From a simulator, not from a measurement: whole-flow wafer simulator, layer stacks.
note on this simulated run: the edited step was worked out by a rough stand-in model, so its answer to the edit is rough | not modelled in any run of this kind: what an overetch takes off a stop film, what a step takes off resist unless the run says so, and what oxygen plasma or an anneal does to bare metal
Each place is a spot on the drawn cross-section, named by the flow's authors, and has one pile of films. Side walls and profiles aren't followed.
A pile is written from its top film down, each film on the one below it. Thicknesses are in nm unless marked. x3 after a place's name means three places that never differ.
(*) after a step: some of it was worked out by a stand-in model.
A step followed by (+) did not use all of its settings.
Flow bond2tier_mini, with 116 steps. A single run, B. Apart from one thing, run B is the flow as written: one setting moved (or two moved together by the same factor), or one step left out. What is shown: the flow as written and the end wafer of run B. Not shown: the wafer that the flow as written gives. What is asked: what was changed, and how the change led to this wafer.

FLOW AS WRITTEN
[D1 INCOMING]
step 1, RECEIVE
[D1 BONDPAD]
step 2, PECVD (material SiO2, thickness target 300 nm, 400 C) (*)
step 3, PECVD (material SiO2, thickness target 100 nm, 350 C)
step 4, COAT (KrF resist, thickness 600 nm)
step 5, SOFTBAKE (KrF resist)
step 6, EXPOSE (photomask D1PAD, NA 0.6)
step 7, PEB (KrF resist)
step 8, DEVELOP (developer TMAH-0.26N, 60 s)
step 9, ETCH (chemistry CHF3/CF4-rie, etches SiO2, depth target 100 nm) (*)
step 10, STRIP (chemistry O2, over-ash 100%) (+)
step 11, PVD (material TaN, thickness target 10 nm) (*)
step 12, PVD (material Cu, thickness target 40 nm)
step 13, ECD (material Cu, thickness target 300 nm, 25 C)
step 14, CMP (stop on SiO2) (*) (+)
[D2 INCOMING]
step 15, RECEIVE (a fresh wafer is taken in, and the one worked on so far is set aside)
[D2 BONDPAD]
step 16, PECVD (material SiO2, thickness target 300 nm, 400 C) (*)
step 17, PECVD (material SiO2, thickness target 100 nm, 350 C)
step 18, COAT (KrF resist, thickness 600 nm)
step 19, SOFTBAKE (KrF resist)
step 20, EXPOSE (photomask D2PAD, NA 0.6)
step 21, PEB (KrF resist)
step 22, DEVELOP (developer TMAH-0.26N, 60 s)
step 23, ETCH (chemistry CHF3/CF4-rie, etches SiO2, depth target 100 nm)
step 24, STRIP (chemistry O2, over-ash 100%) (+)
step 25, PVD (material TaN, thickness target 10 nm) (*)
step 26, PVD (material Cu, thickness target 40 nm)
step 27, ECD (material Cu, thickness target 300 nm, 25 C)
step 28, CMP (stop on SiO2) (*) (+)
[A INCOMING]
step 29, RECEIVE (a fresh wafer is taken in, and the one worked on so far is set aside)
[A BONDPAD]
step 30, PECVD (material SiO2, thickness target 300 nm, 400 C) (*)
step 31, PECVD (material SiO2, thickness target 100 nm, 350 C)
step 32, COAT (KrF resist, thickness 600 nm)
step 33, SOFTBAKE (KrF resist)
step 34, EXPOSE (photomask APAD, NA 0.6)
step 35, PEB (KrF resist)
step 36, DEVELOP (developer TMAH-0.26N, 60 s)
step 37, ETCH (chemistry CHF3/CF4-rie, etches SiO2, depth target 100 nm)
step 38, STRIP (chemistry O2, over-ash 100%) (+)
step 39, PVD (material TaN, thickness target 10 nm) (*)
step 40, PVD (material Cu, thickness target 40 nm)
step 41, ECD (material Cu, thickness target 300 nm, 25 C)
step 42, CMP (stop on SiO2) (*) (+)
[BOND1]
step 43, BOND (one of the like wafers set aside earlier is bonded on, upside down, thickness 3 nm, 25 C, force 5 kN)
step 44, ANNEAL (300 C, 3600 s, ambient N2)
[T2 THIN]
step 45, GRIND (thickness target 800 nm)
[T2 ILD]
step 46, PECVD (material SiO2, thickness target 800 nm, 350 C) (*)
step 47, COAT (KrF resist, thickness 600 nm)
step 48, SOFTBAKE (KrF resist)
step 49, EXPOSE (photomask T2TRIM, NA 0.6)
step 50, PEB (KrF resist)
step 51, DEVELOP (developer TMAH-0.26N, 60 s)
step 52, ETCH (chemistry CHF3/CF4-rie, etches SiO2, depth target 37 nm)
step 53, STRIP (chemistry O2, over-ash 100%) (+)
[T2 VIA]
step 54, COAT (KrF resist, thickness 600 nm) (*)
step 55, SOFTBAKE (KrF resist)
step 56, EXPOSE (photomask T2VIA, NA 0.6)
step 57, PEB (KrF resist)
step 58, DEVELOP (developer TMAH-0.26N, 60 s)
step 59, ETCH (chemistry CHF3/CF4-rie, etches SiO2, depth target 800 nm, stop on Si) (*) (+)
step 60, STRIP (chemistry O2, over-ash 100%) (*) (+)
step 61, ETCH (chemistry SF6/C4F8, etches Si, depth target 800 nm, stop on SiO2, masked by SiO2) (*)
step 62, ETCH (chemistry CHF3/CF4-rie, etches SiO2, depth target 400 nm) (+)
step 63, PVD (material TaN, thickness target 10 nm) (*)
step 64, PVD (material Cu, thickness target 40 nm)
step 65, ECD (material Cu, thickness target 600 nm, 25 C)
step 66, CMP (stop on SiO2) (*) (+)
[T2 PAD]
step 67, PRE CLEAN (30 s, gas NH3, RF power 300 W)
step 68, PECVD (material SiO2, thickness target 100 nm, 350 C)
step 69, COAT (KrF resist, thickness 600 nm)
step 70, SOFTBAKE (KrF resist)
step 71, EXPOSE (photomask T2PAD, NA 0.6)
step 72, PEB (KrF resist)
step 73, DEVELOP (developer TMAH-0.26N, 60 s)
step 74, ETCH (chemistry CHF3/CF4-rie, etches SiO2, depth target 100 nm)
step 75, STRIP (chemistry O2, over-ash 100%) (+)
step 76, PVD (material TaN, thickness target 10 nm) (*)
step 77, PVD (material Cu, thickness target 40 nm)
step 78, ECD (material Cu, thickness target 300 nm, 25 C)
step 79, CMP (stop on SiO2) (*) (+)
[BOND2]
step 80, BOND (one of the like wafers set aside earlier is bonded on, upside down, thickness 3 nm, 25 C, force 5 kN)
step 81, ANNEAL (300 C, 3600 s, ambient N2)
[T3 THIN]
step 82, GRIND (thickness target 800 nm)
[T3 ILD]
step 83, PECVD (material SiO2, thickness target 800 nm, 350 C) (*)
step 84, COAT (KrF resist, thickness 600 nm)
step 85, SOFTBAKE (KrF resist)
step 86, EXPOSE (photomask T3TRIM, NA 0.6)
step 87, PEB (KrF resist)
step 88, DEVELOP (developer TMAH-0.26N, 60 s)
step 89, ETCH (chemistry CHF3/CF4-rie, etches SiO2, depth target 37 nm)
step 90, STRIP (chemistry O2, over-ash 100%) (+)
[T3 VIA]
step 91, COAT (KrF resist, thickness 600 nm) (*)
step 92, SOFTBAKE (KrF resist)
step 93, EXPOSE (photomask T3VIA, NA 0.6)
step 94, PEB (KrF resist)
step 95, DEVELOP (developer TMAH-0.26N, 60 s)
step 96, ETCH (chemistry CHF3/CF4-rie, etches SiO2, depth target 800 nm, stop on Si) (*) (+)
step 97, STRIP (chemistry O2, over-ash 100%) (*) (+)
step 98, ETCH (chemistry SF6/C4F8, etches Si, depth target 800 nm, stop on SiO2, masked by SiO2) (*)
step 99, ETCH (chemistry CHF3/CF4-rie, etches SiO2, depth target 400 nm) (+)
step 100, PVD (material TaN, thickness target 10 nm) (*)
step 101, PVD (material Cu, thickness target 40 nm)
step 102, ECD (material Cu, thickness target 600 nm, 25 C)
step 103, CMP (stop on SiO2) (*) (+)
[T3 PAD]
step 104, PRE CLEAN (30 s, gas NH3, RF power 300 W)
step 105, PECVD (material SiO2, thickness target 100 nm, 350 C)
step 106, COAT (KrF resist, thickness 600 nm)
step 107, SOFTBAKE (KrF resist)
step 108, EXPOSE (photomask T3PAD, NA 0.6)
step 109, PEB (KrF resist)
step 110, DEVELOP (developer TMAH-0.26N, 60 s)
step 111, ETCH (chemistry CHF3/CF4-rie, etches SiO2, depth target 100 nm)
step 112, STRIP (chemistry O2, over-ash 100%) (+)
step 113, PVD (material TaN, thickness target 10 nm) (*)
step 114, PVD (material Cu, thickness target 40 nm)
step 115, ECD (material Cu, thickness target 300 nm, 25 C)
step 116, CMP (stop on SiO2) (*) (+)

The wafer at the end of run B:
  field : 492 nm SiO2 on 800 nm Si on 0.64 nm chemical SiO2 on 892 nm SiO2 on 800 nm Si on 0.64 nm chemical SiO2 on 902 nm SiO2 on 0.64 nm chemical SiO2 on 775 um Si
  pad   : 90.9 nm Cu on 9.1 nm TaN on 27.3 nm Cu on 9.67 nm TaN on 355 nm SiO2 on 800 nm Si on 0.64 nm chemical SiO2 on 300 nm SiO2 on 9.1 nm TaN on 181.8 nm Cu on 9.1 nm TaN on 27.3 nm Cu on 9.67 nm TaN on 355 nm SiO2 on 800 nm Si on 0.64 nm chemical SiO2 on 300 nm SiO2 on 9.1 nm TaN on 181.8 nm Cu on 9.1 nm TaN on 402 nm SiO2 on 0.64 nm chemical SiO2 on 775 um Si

What caused this: step 30, PECVD: thickness target 402 nm was run, whereas the flow has thickness target 300 nm.
The wafer itself shows it: pad has SiO2 402, and step 30 as written asks for 300 nm.

Step by step, how the change led to this:
  step 30, PECVD (material SiO2, thickness target 300 nm, 400 C) (*)
      field, pad, via: +402 SiO2 (new film) (it would be, as written: +300 SiO2 (new film))
